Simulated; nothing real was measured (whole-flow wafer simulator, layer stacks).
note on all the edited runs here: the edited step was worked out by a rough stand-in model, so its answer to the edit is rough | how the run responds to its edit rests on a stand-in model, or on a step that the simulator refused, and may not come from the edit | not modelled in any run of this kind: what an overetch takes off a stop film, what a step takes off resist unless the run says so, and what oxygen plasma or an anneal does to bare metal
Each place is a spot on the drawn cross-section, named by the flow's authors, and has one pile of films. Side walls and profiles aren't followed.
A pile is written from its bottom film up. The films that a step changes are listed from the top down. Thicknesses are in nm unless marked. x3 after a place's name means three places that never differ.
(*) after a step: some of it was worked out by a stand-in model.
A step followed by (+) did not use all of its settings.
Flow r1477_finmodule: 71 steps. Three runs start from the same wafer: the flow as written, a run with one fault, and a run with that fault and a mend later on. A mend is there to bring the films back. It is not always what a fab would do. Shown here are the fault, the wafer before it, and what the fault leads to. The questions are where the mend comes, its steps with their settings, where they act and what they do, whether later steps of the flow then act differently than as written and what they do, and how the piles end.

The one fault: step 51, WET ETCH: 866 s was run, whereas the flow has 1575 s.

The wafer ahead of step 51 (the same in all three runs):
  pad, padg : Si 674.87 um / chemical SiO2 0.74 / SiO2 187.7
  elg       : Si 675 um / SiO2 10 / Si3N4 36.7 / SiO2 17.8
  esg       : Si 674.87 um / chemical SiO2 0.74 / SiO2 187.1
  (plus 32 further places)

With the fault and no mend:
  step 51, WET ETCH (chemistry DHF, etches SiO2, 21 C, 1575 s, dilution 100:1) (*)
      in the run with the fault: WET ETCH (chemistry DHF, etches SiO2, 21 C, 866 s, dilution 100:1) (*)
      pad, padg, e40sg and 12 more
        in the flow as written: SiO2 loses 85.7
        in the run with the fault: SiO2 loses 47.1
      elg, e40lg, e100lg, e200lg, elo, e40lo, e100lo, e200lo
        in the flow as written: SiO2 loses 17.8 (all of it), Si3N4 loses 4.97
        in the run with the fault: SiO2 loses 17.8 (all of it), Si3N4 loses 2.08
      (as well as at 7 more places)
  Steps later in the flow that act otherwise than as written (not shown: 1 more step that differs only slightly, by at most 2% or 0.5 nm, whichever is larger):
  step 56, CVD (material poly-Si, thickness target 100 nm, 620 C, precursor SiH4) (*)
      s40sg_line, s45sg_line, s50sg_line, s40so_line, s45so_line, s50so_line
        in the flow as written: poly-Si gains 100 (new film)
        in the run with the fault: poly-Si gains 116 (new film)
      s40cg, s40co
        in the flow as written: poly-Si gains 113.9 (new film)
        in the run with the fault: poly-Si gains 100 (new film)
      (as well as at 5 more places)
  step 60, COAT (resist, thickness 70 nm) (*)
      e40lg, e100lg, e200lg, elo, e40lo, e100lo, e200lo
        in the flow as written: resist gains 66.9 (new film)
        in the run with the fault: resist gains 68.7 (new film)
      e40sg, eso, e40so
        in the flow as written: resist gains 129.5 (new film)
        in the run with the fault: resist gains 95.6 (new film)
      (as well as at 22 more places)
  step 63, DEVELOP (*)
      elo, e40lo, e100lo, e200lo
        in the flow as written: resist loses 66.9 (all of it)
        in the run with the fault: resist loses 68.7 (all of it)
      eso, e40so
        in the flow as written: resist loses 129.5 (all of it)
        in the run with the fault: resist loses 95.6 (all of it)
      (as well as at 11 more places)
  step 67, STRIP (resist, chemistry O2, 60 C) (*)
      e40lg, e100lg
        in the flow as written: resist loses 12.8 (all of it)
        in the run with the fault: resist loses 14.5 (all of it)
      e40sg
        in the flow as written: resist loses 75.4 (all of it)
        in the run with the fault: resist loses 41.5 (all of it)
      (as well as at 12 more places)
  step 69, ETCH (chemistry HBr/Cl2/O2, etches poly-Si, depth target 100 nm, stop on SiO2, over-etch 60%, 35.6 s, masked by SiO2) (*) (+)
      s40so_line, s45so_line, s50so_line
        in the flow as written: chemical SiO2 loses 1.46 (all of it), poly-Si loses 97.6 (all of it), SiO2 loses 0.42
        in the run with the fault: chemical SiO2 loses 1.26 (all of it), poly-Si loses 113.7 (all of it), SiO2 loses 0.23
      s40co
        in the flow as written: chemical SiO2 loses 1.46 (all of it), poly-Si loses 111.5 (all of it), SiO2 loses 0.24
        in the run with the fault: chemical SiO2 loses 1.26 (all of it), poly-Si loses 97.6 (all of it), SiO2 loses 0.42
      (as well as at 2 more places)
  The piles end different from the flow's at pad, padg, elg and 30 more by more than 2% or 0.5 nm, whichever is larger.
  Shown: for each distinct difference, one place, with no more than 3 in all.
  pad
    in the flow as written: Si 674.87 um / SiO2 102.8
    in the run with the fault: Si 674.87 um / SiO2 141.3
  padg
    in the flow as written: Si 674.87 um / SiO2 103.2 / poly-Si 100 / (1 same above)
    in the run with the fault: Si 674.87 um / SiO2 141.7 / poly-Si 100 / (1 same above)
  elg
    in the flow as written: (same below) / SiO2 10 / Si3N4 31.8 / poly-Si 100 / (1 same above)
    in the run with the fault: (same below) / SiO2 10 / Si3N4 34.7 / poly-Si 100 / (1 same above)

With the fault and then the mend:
  After step 51 comes the mend.
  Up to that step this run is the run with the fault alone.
  step 51a, WET ETCH (chemistry DHF, etches SiO2, 21 C, 709 s, dilution 100:1) (*) (a further turn of the flow's step 51, with different settings)
      pad, padg, e40sg and 12 more
        SiO2 loses 38.6
      elg, e40lg, e100lg, e200lg, elo, e40lo, e100lo, e200lo
        Si3N4 loses 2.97
      esg, s40cg, s45cg, s50cg, s40co, s45co, s50co
        SiO2 loses 35.6
  Every later step of the flow that is run acts as written, at every place that is followed, to within 2% or 0.5 nm, whichever is larger.
  The piles end only slightly different from the flow's at the places that both follow, by no more than 2% or 0.5 nm, whichever is larger.
